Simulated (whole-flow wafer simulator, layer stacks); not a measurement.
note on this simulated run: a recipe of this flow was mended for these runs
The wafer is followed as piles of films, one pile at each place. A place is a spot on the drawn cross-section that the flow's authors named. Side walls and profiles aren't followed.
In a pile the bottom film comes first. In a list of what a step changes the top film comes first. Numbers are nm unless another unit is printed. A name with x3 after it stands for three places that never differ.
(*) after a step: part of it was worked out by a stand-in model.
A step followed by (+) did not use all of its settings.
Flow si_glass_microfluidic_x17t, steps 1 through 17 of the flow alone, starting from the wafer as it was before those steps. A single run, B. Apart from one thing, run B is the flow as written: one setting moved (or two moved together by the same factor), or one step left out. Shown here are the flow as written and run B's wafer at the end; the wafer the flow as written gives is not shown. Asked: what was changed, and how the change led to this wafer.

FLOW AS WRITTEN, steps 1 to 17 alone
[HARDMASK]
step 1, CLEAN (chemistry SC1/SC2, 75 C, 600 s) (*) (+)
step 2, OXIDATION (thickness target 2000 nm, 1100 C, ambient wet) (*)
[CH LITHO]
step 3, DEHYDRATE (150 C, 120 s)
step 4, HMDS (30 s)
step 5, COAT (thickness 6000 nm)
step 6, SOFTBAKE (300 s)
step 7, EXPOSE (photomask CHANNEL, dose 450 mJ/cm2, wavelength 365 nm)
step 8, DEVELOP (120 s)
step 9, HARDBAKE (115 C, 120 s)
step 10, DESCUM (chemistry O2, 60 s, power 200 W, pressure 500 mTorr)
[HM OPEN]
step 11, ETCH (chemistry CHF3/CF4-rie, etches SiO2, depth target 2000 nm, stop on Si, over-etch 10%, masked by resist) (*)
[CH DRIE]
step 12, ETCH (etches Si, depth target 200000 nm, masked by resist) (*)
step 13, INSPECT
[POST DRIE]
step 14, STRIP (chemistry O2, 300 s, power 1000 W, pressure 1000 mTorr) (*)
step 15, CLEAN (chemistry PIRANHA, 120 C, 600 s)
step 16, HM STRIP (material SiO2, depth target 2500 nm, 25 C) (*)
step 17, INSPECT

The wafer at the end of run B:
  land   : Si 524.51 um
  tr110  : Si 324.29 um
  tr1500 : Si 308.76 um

Cause: step 2, OXIDATION: thickness target 1100 nm was run, though the flow has thickness target 2000 nm.

Step by step, how the change led to this:
  step 2, OXIDATION (thickness target 2000 nm, 1100 C, ambient wet) (*)
      land, tr110, tr1500, tr15: +1100 SiO2 (new film), -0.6 chemical SiO2 (all of it), -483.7 Si (as written it would have been: +2000 SiO2 (new film), -0.6 chemical SiO2 (all of it), -879.7 Si)
  step 11, ETCH (chemistry CHF3/CF4-rie, etches SiO2, depth target 2000 nm, stop on Si, over-etch 10%, masked by resist) (*)
      tr110, tr1500, tr15: -1100 SiO2 (all of it), -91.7 Si (as written it would have been: -2000 SiO2 (all of it), -16.7 Si)
      land: -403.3 thick-i-line-resist (as written it would have been: -733.3 thick-i-line-resist)
  step 12, ETCH (etches Si, depth target 200000 nm, masked by resist) (*)
      tr1500: -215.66 um Si (as written it would have been: -215.73 um Si)
      tr15: -150.17 um Si (as written it would have been: -149.99 um Si)
  step 14, STRIP (chemistry O2, 300 s, power 1000 W, pressure 1000 mTorr) (*)
      land: -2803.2 thick-i-line-resist (all of it) (as written it would have been: -2472.3 thick-i-line-resist (all of it))
  step 16, HM STRIP (material SiO2, depth target 2500 nm, 25 C) (*)
      land: -1100 SiO2 (all of it) (as written it would have been: -2000 SiO2 (all of it))
